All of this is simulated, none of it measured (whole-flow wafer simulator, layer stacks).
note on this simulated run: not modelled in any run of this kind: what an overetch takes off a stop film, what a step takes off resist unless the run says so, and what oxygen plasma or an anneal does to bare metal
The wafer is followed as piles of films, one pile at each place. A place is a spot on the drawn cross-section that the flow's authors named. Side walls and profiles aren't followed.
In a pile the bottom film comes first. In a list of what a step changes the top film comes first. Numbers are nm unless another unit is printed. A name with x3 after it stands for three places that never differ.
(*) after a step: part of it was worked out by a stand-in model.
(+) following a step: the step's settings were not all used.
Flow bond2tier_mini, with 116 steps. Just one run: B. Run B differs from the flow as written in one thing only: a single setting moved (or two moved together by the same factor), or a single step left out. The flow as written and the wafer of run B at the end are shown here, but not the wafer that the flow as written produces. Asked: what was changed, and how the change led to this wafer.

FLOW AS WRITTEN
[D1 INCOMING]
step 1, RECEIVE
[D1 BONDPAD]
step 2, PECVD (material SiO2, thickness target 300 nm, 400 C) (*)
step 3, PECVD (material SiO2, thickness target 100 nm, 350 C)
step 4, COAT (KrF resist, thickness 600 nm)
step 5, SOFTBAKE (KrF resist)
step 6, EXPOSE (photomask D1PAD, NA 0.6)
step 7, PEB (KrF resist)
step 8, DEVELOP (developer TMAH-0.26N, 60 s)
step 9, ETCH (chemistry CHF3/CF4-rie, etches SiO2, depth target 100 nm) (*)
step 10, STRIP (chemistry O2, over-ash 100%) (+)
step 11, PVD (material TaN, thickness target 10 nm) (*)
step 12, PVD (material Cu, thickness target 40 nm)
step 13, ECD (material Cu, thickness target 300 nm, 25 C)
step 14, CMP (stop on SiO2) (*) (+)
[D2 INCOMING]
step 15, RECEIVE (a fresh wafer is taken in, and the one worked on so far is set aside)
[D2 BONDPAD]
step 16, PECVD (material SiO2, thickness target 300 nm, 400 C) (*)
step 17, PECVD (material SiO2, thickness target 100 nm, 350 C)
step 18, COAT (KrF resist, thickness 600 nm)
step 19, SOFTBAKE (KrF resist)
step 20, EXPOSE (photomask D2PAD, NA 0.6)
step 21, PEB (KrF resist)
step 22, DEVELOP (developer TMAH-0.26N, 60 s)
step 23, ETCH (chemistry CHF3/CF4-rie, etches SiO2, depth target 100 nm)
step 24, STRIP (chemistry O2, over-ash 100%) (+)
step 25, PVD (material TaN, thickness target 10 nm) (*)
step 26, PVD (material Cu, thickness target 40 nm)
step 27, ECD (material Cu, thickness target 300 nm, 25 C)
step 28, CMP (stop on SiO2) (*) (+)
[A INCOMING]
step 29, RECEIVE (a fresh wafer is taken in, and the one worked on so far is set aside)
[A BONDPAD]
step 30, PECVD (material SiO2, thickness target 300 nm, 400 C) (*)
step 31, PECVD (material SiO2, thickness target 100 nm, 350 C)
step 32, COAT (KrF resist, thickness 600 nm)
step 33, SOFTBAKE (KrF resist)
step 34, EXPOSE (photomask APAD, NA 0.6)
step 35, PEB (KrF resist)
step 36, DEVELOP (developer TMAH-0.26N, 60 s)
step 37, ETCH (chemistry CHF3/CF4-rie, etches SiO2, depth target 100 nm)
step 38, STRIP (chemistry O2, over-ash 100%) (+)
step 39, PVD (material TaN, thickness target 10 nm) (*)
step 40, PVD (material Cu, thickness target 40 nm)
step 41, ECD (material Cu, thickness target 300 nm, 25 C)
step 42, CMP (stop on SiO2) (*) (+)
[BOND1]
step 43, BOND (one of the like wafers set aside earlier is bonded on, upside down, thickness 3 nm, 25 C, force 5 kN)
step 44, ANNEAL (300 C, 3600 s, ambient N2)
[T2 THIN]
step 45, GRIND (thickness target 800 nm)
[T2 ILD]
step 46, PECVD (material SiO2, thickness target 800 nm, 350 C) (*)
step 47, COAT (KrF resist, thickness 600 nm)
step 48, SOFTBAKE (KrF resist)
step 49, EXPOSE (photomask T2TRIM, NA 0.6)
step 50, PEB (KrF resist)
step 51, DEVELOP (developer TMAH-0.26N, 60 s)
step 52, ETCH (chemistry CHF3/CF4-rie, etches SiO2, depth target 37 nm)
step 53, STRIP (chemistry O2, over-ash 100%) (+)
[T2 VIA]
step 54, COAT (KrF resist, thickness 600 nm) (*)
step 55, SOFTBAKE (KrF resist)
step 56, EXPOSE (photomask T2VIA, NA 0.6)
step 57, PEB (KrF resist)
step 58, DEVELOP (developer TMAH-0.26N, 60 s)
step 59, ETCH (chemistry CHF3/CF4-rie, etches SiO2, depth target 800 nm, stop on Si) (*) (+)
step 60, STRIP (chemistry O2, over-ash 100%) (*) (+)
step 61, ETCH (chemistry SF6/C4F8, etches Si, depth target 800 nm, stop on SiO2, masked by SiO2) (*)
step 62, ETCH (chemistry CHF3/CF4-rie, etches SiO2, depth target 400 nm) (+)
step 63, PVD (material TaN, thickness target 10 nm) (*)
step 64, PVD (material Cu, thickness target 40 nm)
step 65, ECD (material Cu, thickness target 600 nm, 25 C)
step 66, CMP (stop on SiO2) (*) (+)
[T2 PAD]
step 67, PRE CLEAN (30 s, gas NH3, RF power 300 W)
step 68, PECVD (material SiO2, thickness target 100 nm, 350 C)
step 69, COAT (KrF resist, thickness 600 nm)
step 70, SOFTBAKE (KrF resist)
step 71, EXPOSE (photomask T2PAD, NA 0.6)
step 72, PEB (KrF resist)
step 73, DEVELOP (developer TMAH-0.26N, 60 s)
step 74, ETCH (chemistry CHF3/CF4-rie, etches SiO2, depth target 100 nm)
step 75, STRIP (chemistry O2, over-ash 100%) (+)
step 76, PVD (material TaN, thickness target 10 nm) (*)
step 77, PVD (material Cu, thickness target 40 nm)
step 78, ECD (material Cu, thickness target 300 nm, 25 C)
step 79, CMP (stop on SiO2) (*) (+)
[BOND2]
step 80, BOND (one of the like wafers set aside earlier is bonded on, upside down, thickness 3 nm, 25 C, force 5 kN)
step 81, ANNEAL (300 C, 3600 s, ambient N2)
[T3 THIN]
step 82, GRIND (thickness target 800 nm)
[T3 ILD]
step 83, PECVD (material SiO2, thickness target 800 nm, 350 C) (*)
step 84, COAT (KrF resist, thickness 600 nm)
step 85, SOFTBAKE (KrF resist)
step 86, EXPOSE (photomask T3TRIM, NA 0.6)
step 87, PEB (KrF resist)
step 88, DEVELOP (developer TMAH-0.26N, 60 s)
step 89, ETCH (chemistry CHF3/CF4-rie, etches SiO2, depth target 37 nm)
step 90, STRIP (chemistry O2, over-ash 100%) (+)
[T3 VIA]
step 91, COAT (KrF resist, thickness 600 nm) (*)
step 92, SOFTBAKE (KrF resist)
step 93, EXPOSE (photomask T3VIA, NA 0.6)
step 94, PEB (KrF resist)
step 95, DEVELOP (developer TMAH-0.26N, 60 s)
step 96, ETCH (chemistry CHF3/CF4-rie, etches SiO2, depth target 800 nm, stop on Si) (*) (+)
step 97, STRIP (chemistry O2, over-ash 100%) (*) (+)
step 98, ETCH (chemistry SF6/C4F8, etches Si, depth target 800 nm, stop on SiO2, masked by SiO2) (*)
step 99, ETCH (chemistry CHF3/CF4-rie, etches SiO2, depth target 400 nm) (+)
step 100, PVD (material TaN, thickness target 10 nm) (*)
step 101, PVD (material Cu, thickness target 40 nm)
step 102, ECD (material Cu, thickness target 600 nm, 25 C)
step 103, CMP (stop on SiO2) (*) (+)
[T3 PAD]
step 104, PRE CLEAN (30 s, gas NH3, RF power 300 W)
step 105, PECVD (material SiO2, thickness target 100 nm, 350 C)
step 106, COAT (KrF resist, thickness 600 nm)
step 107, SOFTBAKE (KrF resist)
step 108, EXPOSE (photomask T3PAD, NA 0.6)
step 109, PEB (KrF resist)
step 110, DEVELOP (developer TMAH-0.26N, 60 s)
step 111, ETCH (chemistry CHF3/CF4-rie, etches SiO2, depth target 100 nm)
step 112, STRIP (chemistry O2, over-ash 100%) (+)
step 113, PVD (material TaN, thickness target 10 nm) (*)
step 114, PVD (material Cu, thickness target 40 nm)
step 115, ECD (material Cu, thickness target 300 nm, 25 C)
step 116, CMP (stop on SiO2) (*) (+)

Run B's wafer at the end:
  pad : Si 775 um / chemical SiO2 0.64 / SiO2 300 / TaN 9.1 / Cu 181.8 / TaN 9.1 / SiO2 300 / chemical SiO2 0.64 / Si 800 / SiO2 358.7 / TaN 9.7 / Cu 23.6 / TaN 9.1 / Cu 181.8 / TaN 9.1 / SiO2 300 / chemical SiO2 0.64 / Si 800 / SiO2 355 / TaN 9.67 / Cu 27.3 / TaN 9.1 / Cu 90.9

The reason: step 52, ETCH: depth target 33.3 nm was run, though the flow has depth target 37 nm.

The path from the change to this, step by step:
  step 52, ETCH (chemistry CHF3/CF4-rie, etches SiO2, depth target 37 nm)
      pad, via: SiO2 loses 33.3 (it would be, as written: SiO2 loses 37)
      field: KrF resist loses 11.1 (it would be, as written: KrF resist loses 12.3)
